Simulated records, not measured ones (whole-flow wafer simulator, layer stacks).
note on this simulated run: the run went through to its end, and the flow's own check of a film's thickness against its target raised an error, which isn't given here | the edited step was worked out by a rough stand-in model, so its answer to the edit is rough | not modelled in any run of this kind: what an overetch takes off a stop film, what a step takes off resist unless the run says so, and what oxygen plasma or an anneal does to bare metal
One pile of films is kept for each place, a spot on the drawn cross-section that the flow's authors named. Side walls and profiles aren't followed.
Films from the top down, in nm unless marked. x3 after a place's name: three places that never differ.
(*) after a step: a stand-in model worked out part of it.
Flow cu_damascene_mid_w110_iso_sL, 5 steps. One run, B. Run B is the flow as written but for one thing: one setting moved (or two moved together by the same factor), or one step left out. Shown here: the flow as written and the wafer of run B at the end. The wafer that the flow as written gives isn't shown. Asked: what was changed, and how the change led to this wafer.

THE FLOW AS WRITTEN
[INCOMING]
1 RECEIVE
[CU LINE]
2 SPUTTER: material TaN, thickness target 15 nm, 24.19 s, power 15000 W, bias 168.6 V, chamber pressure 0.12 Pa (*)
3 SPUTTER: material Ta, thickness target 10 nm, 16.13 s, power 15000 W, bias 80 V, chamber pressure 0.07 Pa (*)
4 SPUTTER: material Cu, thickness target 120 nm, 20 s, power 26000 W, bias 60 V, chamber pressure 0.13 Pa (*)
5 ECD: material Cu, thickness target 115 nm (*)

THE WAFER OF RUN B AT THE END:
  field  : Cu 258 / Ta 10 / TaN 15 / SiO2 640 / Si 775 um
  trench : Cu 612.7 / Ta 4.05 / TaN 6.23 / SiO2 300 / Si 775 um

The cause: step 5, ECD: thickness target 138 nm was run, where the flow has thickness target 115 nm.

How the change led to this, step by step:
  5 ECD: material Cu, thickness target 115 nm (*)
      field: Cu +138 (as written it would be: Cu +115)
      trench: Cu +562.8 (as written it would be: Cu +539.8)
